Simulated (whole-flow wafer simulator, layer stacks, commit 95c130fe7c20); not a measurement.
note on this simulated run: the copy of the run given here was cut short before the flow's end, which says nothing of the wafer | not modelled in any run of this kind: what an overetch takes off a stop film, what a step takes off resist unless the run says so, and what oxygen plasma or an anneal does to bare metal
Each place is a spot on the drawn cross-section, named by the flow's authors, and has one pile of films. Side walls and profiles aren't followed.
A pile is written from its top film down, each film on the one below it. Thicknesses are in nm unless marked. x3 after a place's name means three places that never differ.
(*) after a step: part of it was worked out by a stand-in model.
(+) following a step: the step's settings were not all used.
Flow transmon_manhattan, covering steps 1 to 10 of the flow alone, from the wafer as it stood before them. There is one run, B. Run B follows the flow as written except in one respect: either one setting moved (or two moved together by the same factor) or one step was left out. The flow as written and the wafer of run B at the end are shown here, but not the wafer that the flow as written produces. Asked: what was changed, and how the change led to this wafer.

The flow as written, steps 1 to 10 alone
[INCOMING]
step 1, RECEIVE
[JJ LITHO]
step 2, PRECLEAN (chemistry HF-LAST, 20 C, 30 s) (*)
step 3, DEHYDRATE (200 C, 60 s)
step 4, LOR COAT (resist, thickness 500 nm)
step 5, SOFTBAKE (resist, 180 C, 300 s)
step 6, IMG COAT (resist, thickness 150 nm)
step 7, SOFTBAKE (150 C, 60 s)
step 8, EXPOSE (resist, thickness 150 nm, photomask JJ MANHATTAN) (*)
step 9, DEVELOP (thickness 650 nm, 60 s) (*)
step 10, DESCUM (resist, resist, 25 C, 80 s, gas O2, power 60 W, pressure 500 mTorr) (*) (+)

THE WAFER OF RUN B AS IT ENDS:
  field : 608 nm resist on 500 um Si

What caused this: step 6, IMG COAT: thickness 120 nm was run, though the flow has thickness 150 nm.

How this came from the change, step by step:
  step 6, IMG COAT (resist, thickness 150 nm)
      field, chan_a x2: +120 resist (as written it would have been: +150 resist)
  step 9, DEVELOP (thickness 650 nm, 60 s) (*)
      chan_a x2: -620 resist (all of it) (as written it would have been: -650 resist (all of it))
